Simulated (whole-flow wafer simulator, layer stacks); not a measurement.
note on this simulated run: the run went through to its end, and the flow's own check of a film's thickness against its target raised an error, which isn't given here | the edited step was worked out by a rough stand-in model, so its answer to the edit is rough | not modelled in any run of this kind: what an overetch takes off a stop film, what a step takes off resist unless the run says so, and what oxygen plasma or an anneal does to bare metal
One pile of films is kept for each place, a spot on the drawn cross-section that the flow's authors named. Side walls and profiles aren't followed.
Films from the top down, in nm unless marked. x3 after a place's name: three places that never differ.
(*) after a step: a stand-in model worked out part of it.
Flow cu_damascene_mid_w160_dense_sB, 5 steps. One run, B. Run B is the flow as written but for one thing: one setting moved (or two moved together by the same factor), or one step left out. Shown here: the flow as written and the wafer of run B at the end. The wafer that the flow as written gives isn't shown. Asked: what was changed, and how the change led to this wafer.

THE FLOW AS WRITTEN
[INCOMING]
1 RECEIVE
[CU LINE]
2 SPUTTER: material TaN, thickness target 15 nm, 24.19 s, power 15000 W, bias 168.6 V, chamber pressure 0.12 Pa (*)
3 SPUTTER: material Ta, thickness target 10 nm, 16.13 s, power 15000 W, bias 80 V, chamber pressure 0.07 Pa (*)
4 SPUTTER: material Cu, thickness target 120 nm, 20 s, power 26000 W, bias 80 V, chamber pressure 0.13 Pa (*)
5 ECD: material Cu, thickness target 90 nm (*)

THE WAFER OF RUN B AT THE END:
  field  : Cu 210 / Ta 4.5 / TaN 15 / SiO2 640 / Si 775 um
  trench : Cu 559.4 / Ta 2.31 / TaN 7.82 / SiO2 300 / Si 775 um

The cause: step 3, SPUTTER: thickness target 4.5 nm was run, where the flow has thickness target 10 nm; step 3, SPUTTER: 7.26 s was run, where the flow has 16.13 s.
It can be read off the wafer: field has Ta 4.5, and step 3 as written asks for 10 nm.

How the change led to this, step by step:
  3 SPUTTER: material Ta, thickness target 10 nm, 16.13 s, power 15000 W, bias 80 V, chamber pressure 0.07 Pa (*)
      field: Ta +4.5 (new film) (as written it would be: Ta +10 (new film))
      trench: Ta +2.31 (new film) (as written it would be: Ta +5.14 (new film))
